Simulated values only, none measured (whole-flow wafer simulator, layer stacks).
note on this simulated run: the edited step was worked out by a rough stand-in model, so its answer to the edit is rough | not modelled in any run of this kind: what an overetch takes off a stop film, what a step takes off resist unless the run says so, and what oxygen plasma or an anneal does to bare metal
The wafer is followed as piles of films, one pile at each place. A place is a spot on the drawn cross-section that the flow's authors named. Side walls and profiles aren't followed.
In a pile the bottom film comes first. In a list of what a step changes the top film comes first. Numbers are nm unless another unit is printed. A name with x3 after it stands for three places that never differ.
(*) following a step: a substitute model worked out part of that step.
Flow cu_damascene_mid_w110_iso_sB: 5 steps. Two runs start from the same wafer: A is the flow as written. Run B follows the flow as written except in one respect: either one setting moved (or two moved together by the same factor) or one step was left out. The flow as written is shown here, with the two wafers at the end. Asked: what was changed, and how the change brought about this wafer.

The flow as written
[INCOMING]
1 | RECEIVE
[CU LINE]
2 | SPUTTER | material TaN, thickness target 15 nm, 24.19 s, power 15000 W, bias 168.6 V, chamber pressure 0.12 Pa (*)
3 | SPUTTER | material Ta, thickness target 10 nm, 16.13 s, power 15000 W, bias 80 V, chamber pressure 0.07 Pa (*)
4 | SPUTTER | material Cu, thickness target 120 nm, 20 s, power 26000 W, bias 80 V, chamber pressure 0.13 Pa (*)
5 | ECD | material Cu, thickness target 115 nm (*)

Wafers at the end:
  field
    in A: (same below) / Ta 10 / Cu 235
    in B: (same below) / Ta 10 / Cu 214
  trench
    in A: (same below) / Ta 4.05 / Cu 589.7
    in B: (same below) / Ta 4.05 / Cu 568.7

What caused this: step 4, SPUTTER: thickness target 99 nm was run, though the flow has thickness target 120 nm; step 4, SPUTTER: 16.5 s was run, where the flow has 20 s.

How this came from the change, step by step:
  4 | SPUTTER | material Cu, thickness target 120 nm, 20 s, power 26000 W, bias 80 V, chamber pressure 0.13 Pa (*)
      field: A +120 Cu (new film) | B +99 Cu (new film)
      trench: A +49.9 Cu (new film) | B +41.2 Cu (new film)
  5 | ECD | material Cu, thickness target 115 nm (*)
      trench: A +539.8 Cu | B +527.5 Cu
